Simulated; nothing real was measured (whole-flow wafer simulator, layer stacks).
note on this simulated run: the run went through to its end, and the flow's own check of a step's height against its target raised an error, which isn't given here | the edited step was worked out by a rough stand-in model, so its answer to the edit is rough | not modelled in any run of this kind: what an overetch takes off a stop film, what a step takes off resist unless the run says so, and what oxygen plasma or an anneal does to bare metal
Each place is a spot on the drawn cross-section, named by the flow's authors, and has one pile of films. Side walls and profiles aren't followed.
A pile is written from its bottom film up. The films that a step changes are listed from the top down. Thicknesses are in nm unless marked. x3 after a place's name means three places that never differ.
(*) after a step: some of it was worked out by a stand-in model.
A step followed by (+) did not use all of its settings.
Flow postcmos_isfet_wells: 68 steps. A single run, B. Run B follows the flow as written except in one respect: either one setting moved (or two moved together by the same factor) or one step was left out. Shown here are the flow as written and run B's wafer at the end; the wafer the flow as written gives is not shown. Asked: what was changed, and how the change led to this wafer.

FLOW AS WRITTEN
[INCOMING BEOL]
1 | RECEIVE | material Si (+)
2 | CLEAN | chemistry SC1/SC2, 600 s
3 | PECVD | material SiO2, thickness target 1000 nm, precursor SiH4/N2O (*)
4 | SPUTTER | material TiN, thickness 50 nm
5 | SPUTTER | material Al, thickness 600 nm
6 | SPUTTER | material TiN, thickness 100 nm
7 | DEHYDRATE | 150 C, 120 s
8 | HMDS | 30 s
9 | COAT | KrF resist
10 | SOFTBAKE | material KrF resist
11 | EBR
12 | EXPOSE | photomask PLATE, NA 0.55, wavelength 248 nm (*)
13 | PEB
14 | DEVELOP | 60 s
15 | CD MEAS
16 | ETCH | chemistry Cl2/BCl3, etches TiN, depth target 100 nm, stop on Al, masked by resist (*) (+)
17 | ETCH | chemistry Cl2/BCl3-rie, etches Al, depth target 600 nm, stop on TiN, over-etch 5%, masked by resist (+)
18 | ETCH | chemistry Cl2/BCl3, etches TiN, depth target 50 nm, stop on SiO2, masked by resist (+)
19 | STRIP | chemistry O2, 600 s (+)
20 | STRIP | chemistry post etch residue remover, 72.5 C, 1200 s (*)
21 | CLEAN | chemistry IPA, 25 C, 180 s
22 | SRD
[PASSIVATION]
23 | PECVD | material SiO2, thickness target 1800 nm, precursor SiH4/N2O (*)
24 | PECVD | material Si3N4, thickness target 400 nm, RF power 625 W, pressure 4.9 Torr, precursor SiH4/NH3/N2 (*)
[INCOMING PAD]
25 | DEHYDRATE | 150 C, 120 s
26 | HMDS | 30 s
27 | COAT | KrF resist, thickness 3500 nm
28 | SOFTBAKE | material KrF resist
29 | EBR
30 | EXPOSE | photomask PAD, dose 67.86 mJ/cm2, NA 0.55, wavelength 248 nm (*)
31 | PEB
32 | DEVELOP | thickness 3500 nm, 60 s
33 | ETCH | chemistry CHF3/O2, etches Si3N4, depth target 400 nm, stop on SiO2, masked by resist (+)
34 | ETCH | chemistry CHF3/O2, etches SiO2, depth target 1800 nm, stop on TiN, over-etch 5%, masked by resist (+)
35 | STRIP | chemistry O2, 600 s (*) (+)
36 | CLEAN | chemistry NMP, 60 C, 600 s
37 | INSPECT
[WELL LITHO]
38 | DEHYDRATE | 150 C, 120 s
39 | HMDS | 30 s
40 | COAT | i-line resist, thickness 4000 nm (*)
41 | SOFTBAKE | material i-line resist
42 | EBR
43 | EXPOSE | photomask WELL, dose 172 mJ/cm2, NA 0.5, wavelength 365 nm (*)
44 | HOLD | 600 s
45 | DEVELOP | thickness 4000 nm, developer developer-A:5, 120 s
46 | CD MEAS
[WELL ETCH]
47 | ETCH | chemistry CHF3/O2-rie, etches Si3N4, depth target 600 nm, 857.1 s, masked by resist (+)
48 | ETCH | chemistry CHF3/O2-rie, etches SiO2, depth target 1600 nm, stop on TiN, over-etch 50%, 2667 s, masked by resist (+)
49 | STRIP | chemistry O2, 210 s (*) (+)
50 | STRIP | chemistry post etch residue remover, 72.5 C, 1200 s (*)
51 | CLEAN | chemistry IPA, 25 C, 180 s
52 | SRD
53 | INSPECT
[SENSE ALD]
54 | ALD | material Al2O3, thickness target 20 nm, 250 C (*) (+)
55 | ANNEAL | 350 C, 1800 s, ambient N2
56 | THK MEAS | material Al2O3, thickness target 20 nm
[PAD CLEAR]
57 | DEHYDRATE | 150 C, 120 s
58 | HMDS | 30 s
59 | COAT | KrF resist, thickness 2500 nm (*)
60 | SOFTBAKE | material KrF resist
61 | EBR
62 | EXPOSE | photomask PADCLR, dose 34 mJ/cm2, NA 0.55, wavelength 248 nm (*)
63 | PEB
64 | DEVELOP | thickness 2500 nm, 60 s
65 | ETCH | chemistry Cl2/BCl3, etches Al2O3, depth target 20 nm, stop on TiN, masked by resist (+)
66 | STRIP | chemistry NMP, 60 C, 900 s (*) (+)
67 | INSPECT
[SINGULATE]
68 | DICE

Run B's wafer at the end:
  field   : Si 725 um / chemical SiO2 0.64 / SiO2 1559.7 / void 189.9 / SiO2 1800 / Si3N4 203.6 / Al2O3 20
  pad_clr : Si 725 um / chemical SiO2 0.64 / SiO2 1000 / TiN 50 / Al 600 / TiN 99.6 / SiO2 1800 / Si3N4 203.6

The reason: step 24, PECVD: thickness target 204 nm was run, while the flow as written has thickness target 400 nm.

Step by step, how the change led to this:
  24 | PECVD | material Si3N4, thickness target 400 nm, RF power 625 W, pressure 4.9 Torr, precursor SiH4/NH3/N2 (*)
      field, margin, well900, well1300 x3, pad_rim, pad_clr, pad_open: Si3N4 gains 204 (new film) (in the flow as written it would be: Si3N4 gains 400 (new film))
  33 | ETCH | chemistry CHF3/O2, etches Si3N4, depth target 400 nm, stop on SiO2, masked by resist (+)
      field, margin, well900, well1300 x3, pad_rim, pad_clr: KrF resist loses 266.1 (in the flow as written it would be: KrF resist loses 347.8)
      pad_open: Si3N4 loses 204 (all of it) (in the flow as written it would be: Si3N4 loses 400 (all of it))
  35 | STRIP | chemistry O2, 600 s (*) (+)
      field, margin, well900, well1300 x3, pad_rim, pad_clr: KrF resist loses 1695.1 (all of it) (in the flow as written it would be: KrF resist loses 1613.3 (all of it))
  41 | SOFTBAKE | material i-line resist
      pad_clr: i-line resist loses 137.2 (in the flow as written it would be: i-line resist loses 156.7)
      pad_open: i-line resist gains 106.6 (in the flow as written it would be: i-line resist gains 115.3)
  47 | ETCH | chemistry CHF3/O2-rie, etches Si3N4, depth target 600 nm, 857.1 s, masked by resist (+)
      well900, well1300 x3: Si3N4 loses 204 (all of it), SiO2 loses 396 (in the flow as written it would be: Si3N4 loses 400 (all of it), SiO2 loses 200)
  48 | ETCH | chemistry CHF3/O2-rie, etches SiO2, depth target 1600 nm, stop on TiN, over-etch 50%, 2667 s, masked by resist (+)
      well900, well1300 x3: SiO2 loses 1404 (all of it) (in the flow as written it would be: SiO2 loses 1600 (all of it))
  49 | STRIP | chemistry O2, 210 s (*) (+)
      pad_clr: i-line resist loses 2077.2 (all of it) (in the flow as written it would be: i-line resist loses 1996.5 (all of it))
      pad_open: i-line resist loses 3737.3 (all of it) (in the flow as written it would be: i-line resist loses 3816.3 (all of it))
  59 | COAT | KrF resist, thickness 2500 nm (*)
      field: KrF resist gains 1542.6 (new film) (in the flow as written it would be: KrF resist gains 1449 (new film))
      margin: KrF resist gains 1542.5 (new film) (in the flow as written it would be: KrF resist gains 1448.9 (new film))
      (and at 2 other places as well)
  63 | PEB
      field, margin: KrF resist loses 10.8 (in the flow as written it would be: KrF resist loses 10.1)
  64 | DEVELOP | thickness 2500 nm, 60 s
      pad_clr: KrF resist loses 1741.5 (all of it) (in the flow as written it would be: KrF resist loses 1676 (all of it))
  66 | STRIP | chemistry NMP, 60 C, 900 s (*) (+)
      field: KrF resist loses 1493.1 (all of it) (in the flow as written it would be: KrF resist loses 1400.1 (all of it))
      margin: KrF resist loses 1493 (all of it) (in the flow as written it would be: KrF resist loses 1400.1 (all of it))
      (and at 1 other place as well)
